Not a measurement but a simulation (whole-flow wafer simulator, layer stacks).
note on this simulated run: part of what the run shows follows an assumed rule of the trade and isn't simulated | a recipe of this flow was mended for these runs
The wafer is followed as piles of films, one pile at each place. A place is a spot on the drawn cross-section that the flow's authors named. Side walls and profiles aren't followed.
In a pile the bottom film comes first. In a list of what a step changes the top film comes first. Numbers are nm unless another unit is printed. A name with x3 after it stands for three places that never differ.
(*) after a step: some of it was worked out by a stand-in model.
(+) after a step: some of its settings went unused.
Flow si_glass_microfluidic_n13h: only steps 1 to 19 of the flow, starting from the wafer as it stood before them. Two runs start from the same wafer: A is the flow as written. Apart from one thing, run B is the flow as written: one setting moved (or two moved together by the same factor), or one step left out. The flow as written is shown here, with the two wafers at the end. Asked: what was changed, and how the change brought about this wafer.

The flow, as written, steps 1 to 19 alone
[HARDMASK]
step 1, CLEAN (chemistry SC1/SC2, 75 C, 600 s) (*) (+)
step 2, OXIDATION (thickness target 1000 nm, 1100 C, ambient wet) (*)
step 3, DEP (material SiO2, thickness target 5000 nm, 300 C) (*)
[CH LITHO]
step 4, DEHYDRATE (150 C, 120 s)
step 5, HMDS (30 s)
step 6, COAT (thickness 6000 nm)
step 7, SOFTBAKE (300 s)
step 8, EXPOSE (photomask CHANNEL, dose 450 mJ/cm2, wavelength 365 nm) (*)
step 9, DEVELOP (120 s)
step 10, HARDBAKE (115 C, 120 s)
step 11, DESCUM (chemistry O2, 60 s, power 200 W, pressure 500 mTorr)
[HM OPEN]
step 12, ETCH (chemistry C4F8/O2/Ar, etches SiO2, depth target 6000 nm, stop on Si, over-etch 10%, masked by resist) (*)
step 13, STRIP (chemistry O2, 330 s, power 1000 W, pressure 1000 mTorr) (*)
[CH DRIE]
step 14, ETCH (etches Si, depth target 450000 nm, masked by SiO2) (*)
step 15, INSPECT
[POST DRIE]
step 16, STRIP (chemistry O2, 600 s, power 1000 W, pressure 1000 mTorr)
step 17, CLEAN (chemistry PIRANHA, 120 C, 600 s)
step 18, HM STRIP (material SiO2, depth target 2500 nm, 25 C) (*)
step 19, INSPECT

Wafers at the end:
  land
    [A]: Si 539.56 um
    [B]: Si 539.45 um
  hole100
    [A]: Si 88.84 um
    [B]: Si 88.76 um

Cause: step 2, OXIDATION: thickness target 1233 nm was run, while the flow as written has thickness target 1000 nm.

Step by step, how the change led to this:
  step 2, OXIDATION (thickness target 1000 nm, 1100 C, ambient wet) (*)
      land, hole100: A +1000 SiO2 (new film), -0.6 chemical SiO2 (all of it), -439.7 Si | B +1233 SiO2 (new film), -0.6 chemical SiO2 (all of it), -542.3 Si
  step 12, ETCH (chemistry C4F8/O2/Ar, etches SiO2, depth target 6000 nm, stop on Si, over-etch 10%, masked by resist) (*)
      hole100: A -6000 SiO2 (all of it), -75 Si | B -6233 SiO2 (all of it), -45.9 Si
  step 18, HM STRIP (material SiO2, depth target 2500 nm, 25 C) (*)
      land: A -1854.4 SiO2 (all of it) | B -2086.9 SiO2 (all of it)
